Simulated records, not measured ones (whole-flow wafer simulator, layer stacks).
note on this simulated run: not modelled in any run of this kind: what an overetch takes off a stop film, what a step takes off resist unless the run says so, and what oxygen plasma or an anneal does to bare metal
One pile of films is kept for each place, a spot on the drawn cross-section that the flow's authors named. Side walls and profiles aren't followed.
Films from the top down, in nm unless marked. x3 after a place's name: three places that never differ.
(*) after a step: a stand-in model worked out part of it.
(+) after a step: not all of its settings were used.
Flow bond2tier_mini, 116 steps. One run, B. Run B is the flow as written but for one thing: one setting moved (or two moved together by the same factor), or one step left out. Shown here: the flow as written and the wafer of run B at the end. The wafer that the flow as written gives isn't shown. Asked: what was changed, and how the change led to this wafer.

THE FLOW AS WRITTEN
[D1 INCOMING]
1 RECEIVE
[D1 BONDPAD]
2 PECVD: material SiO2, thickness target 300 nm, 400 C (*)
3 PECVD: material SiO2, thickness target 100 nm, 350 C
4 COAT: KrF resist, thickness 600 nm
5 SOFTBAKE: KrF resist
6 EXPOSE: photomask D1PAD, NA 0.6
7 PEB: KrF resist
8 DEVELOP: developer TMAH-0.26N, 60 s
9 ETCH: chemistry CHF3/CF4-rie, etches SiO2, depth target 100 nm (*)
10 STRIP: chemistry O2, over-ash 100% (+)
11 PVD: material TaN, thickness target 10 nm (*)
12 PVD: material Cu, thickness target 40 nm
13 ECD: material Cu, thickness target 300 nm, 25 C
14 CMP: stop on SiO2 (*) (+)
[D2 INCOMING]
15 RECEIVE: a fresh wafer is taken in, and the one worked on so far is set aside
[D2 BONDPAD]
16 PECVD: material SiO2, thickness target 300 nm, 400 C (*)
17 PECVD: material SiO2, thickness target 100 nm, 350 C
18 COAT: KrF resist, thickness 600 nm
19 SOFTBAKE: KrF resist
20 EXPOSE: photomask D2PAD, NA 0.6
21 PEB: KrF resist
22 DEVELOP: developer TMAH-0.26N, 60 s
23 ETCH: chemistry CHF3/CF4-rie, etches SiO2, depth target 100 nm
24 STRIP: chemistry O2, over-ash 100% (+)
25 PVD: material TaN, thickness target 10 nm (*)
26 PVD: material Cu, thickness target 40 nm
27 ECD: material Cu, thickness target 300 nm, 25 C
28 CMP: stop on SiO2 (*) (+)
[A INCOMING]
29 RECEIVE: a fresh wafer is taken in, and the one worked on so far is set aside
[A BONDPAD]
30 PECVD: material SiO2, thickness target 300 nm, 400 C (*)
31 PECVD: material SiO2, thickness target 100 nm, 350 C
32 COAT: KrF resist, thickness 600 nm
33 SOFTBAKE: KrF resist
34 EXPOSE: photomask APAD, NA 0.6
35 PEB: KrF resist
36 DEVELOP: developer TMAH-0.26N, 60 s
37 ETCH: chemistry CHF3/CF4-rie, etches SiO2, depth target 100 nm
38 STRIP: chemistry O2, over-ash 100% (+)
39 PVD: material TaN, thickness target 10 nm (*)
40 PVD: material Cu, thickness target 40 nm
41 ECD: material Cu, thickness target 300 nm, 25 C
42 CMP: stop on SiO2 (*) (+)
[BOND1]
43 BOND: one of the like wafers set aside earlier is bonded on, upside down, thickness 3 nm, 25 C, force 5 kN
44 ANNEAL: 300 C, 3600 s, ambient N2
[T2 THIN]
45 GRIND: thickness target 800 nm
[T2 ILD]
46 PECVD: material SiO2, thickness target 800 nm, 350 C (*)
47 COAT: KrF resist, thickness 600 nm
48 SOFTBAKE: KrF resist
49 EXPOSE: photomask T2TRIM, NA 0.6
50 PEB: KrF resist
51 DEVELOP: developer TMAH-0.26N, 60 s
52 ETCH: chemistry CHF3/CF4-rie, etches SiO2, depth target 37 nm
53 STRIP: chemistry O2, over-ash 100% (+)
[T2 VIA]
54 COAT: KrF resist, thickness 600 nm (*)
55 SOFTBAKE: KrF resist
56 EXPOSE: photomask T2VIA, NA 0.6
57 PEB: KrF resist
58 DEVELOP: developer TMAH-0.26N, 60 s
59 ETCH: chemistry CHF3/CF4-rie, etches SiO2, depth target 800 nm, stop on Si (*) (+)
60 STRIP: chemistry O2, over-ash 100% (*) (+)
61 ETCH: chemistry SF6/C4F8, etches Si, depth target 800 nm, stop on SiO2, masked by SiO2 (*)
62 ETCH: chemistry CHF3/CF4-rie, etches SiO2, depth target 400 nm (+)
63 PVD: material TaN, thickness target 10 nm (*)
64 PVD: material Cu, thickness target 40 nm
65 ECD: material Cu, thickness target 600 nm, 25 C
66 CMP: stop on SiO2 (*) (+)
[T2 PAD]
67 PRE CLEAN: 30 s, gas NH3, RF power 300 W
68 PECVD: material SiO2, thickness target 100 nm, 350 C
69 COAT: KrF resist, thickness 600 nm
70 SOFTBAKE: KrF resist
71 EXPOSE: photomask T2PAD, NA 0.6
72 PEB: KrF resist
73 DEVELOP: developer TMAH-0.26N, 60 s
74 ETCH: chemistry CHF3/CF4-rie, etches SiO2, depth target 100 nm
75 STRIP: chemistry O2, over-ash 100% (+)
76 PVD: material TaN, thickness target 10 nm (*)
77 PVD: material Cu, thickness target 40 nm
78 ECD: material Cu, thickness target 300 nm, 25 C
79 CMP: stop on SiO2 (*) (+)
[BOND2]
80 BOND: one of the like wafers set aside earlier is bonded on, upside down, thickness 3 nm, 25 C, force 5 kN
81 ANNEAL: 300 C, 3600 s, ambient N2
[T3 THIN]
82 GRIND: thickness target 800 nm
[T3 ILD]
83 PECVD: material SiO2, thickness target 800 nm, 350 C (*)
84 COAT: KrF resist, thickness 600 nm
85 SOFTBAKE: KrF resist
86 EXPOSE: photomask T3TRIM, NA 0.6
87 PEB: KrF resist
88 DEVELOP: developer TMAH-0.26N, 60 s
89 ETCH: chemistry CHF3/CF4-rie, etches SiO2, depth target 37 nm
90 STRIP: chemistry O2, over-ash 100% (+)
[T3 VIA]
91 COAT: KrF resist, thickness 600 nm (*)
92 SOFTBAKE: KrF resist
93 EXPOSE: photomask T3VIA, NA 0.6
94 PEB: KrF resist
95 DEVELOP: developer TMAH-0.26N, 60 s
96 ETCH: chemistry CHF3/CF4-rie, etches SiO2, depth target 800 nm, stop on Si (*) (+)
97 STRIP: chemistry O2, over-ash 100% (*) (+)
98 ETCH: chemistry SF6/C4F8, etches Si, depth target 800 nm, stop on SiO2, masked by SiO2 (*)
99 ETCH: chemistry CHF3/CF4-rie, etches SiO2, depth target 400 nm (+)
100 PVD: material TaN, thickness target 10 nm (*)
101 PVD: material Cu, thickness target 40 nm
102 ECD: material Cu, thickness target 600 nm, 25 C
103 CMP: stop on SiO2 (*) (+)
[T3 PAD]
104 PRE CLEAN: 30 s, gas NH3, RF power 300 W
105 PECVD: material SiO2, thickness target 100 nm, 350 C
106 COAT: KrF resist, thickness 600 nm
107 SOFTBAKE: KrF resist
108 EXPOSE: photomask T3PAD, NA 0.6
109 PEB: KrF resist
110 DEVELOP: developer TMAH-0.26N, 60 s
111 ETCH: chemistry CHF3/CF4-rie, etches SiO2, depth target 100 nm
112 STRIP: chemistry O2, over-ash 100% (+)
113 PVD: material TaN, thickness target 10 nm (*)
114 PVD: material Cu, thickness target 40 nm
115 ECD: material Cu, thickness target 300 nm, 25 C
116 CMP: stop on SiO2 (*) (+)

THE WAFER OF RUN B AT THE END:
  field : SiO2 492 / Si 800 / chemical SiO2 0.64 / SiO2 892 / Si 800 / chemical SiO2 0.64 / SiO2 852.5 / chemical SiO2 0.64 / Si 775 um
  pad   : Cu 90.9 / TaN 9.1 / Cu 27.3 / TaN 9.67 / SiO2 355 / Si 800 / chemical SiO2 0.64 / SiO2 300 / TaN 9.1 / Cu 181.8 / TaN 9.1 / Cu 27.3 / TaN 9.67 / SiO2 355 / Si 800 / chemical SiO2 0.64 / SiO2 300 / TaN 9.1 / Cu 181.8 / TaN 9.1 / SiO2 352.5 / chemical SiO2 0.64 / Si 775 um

The cause: step 31, PECVD: thickness target 152.5 nm was run, where the flow has thickness target 100 nm.

How the change led to this, step by step:
  31 PECVD: material SiO2, thickness target 100 nm, 350 C
      field, pad, via: SiO2 +152.5 (as written it would be: SiO2 +100)
